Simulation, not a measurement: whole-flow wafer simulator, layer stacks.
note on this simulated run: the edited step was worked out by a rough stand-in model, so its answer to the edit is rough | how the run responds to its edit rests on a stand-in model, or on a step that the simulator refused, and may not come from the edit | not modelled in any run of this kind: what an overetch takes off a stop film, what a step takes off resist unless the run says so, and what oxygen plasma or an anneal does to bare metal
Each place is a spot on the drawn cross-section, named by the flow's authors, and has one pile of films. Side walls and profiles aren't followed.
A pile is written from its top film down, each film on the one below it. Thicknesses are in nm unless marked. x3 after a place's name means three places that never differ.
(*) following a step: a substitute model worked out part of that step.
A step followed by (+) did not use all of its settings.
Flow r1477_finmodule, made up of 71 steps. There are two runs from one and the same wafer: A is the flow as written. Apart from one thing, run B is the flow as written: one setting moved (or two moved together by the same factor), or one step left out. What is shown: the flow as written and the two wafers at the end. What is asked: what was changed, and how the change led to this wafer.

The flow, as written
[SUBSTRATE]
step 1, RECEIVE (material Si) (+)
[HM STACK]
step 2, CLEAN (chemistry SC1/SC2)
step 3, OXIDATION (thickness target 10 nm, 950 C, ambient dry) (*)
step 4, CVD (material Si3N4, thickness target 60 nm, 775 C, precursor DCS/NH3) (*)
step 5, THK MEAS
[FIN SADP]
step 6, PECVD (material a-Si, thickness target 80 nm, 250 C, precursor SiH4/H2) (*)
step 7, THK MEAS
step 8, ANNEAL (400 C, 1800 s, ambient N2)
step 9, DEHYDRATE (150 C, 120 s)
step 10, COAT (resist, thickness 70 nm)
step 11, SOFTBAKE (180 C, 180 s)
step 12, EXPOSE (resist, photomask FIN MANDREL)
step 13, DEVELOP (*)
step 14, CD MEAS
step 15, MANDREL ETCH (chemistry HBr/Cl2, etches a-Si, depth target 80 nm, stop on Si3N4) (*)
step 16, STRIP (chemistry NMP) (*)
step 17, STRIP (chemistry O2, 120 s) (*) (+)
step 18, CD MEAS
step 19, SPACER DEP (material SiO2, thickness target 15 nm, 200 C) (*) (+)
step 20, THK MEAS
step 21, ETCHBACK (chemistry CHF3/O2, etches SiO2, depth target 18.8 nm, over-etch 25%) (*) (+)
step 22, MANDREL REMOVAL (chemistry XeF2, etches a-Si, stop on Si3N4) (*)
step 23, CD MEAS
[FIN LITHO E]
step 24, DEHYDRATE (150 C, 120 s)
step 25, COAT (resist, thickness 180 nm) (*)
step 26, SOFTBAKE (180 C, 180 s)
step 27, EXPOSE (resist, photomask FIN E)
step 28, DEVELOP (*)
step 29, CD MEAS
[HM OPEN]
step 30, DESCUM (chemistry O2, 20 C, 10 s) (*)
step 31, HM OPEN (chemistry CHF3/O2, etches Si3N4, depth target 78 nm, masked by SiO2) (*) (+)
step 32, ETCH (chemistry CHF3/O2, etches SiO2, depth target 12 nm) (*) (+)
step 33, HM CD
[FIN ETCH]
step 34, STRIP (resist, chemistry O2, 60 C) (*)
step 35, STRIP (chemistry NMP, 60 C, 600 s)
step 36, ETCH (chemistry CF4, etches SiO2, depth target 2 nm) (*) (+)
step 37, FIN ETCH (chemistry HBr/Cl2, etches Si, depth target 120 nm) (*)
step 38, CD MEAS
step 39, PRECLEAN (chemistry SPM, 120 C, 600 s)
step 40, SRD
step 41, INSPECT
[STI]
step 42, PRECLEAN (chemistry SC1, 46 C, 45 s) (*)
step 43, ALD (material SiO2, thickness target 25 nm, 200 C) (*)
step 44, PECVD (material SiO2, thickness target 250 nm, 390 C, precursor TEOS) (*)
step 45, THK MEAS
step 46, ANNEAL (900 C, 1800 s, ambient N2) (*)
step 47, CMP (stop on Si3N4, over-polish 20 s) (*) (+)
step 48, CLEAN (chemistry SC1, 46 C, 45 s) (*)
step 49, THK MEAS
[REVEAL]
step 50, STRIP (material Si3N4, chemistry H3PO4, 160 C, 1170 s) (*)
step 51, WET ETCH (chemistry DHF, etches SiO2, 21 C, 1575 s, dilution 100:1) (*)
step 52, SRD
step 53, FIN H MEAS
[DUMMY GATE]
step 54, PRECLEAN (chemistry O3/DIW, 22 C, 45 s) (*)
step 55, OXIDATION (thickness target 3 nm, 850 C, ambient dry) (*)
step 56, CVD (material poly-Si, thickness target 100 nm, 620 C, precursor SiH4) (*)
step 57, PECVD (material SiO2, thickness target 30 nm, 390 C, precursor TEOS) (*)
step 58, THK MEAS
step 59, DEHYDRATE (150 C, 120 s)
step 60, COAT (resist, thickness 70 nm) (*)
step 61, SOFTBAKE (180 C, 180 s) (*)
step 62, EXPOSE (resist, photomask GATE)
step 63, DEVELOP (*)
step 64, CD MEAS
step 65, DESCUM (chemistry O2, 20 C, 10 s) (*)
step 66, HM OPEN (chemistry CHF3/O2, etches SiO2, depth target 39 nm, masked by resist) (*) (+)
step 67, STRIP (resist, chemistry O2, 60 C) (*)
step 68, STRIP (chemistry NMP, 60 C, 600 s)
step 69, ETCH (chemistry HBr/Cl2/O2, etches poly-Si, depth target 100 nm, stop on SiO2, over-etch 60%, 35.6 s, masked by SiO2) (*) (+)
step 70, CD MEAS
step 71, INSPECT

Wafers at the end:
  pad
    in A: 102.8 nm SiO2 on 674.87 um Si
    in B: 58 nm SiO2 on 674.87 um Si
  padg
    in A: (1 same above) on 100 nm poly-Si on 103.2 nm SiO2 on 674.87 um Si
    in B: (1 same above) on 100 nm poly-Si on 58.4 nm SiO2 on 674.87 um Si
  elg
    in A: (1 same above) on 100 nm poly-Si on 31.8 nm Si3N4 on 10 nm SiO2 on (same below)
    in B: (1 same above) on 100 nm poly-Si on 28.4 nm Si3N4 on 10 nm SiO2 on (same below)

The reason: step 51, WET ETCH: 2402 s was run, though the flow has 1575 s.

Step by step, how the change led to this:
  step 51, WET ETCH (chemistry DHF, etches SiO2, 21 C, 1575 s, dilution 100:1) (*)
      pad, padg, e40sg and 12 more: A -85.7 SiO2 | B -130.7 SiO2
      elg, e40lg, e100lg, e200lg, elo, e40lo, e100lo, e200lo: A -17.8 SiO2 (all of it), -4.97 Si3N4 | B -17.8 SiO2 (all of it), -8.34 Si3N4
      (also at 7 further places)
  step 56, CVD (material poly-Si, thickness target 100 nm, 620 C, precursor SiH4) (*)
      s40cg, s40co: A +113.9 poly-Si (new film) | B +157.4 poly-Si (new film)
      s45cg, s45co: A +113.4 poly-Si (new film) | B +157.4 poly-Si (new film)
      (also at 3 further places)
  step 60, COAT (resist, thickness 70 nm) (*)
      e40lg, e100lg, e200lg, elo, e40lo, e100lo, e200lo: A +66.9 resist (new film) | B +64.8 resist (new film)
      e40sg, e40so: A +129.5 resist (new film) | B +169 resist (new film)
      (also at 17 further places)
  step 63, DEVELOP (*)
      elo, e40lo, e100lo, e200lo: A -66.9 resist (all of it) | B -64.8 resist (all of it)
      eso: A -129.5 resist (all of it) | B -168.9 resist (all of it)
      (also at 9 further places)
  step 67, STRIP (resist, chemistry O2, 60 C) (*)
      e40lg, e100lg, e200lg: A -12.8 resist (all of it) | B -10.7 resist (all of it)
      e40sg: A -75.4 resist (all of it) | B -114.8 resist (all of it)
      (also at 11 further places)
  step 69, ETCH (chemistry HBr/Cl2/O2, etches poly-Si, depth target 100 nm, stop on SiO2, over-etch 60%, 35.6 s, masked by SiO2) (*) (+)
      s40co: A -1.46 chemical SiO2 (all of it), -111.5 poly-Si (all of it), -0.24 SiO2 | B -1.62 chemical SiO2 (all of it), -154.9 poly-Si (all of it)
      s45co: A -1.46 chemical SiO2 (all of it), -110.9 poly-Si (all of it), -0.25 SiO2 | B -1.62 chemical SiO2 (all of it), -154.9 poly-Si (all of it)
      (also at 1 further place)
